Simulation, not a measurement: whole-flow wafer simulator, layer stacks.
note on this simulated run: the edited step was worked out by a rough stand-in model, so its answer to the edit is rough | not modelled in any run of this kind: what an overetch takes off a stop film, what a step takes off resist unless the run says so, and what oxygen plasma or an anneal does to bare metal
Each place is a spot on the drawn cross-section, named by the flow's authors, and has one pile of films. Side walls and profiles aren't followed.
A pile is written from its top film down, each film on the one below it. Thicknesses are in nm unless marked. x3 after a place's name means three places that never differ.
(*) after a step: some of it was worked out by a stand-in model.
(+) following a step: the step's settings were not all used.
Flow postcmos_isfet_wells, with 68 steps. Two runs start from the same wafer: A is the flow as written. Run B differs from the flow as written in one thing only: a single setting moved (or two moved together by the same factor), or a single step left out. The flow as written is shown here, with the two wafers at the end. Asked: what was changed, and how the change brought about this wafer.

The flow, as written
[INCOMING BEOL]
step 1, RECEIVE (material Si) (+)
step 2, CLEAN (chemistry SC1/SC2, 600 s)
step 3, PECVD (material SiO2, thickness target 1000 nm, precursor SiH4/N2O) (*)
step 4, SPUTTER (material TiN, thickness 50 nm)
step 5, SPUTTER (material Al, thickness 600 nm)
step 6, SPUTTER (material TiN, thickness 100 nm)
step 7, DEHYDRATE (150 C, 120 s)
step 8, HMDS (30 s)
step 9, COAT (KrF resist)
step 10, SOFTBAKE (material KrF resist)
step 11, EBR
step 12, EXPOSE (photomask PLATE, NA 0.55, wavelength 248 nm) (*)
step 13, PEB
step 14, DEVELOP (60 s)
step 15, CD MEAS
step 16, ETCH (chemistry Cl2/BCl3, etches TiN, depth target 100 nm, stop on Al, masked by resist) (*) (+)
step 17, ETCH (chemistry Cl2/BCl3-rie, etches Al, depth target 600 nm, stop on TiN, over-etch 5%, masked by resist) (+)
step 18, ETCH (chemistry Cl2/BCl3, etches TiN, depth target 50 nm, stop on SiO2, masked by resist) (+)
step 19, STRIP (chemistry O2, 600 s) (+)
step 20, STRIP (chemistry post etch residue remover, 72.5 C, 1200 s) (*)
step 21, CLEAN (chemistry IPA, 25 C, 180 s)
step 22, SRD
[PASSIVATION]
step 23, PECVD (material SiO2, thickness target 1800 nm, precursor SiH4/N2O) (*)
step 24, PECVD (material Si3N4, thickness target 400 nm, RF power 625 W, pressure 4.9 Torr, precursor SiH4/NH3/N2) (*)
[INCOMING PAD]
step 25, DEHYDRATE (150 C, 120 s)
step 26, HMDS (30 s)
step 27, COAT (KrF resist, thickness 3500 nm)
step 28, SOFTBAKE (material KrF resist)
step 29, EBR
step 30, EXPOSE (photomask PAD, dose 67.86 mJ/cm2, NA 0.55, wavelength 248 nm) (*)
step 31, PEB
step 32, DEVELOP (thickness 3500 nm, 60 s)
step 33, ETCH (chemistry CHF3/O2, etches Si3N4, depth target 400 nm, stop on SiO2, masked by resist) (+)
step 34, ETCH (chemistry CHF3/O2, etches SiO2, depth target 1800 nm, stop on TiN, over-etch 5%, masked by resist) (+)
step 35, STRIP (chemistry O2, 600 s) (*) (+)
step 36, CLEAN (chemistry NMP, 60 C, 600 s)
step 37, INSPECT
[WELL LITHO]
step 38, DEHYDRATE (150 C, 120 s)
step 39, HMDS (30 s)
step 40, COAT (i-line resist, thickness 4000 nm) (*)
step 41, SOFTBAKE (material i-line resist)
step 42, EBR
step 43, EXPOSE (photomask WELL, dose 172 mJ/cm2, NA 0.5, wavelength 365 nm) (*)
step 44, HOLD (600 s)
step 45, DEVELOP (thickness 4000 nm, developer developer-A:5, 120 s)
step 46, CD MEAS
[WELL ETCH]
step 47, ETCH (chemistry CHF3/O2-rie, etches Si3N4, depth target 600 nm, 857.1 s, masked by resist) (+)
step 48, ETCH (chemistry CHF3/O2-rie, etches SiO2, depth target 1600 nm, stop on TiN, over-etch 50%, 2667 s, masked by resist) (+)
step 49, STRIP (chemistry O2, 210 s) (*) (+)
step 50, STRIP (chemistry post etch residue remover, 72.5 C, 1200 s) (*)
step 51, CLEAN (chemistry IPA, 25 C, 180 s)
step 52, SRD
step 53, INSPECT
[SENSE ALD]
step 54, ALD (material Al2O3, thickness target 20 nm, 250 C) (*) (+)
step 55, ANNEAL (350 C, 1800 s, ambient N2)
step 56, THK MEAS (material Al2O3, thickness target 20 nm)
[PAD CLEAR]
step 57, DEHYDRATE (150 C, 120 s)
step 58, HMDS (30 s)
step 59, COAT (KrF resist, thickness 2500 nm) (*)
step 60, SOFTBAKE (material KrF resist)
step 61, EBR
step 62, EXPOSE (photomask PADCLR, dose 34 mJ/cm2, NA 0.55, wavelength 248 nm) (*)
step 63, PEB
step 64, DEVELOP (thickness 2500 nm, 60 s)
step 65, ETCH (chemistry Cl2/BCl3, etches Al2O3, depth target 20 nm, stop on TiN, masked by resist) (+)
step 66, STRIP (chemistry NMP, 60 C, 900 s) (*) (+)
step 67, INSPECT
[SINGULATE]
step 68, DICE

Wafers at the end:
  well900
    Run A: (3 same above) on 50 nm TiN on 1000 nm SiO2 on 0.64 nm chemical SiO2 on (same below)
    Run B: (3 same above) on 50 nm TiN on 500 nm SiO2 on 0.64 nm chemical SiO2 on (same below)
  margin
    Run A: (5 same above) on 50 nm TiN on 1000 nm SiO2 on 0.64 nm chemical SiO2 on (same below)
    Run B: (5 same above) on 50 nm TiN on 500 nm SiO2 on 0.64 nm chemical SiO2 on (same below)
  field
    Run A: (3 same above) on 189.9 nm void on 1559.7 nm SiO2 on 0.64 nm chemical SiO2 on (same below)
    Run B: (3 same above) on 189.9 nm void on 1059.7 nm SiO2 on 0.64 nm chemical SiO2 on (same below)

Cause: step 3, PECVD: thickness target 500 nm was run, while the flow as written has thickness target 1000 nm.
The wafer itself shows it: well900 has SiO2 500, and step 3 as written asks for 1000 nm.

How this came from the change, step by step:
  step 3, PECVD (material SiO2, thickness target 1000 nm, precursor SiH4/N2O) (*)
      field, margin, well900, well1300 x3, pad_rim, pad_clr, pad_open: A +1000 SiO2 (new film) | B +500 SiO2 (new film)
